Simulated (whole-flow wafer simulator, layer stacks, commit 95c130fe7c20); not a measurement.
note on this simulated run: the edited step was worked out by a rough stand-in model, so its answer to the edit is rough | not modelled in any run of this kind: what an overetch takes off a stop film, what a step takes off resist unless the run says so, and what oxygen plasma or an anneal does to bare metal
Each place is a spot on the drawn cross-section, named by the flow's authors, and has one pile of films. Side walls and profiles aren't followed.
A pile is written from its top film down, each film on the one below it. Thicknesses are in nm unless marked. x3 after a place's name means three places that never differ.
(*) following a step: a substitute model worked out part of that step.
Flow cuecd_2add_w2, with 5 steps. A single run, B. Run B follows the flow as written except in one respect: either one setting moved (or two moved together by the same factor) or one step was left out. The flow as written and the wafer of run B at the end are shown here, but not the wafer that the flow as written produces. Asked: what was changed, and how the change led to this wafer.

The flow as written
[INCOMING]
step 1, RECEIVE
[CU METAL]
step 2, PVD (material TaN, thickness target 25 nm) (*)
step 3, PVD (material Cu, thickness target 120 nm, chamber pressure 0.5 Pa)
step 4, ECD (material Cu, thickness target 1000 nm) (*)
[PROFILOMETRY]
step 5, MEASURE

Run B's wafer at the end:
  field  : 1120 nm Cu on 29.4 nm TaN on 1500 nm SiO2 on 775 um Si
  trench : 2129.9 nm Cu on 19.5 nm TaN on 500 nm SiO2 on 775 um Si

The reason: step 2, PVD: thickness target 29.4 nm was run, though the flow has thickness target 25 nm.
The wafer itself shows it: field has TaN 29.4, and step 2 as written asks for 25 nm.

How this came from the change, step by step:
  step 2, PVD (material TaN, thickness target 25 nm) (*)
      field: +29.4 TaN (new film) (in the flow as written it would be: +25 TaN (new film))
      trench: +19.5 TaN (new film) (in the flow as written it would be: +16.6 TaN (new film))
